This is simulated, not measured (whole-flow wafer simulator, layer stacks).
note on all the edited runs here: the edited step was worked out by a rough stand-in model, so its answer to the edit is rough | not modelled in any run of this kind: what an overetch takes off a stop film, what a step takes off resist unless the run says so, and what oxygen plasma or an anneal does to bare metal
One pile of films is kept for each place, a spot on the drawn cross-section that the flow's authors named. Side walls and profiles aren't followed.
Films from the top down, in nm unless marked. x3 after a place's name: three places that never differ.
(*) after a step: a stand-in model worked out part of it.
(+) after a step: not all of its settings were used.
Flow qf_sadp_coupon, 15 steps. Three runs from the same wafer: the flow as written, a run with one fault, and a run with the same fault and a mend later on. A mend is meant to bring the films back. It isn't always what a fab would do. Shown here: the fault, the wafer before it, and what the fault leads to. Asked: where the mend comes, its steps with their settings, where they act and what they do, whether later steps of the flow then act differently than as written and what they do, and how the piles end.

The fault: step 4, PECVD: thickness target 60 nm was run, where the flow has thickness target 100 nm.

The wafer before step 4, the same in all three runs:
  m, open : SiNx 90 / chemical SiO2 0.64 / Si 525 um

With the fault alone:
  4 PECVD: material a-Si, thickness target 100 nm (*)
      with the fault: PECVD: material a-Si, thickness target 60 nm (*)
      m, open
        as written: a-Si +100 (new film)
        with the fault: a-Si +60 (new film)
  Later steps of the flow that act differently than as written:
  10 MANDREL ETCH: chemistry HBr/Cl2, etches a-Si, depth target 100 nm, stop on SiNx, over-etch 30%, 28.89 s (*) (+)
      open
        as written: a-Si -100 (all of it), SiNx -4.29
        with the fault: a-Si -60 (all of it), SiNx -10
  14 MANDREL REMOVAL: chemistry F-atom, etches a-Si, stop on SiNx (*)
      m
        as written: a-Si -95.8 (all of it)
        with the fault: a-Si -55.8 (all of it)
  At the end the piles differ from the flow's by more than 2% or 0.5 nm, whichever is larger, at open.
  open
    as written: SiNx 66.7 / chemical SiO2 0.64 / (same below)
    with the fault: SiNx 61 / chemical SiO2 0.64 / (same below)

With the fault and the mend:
  The mend comes after step 4.
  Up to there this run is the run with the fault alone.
  4a PECVD: material a-Si, thickness target 40 nm (*) (the flow's step 4 once more, with other settings)
      m, open
        a-Si +40
  No later step of the flow acts differently than as written at any place that is followed.
  At the end the piles are the same as the flow's at every place that both follow.
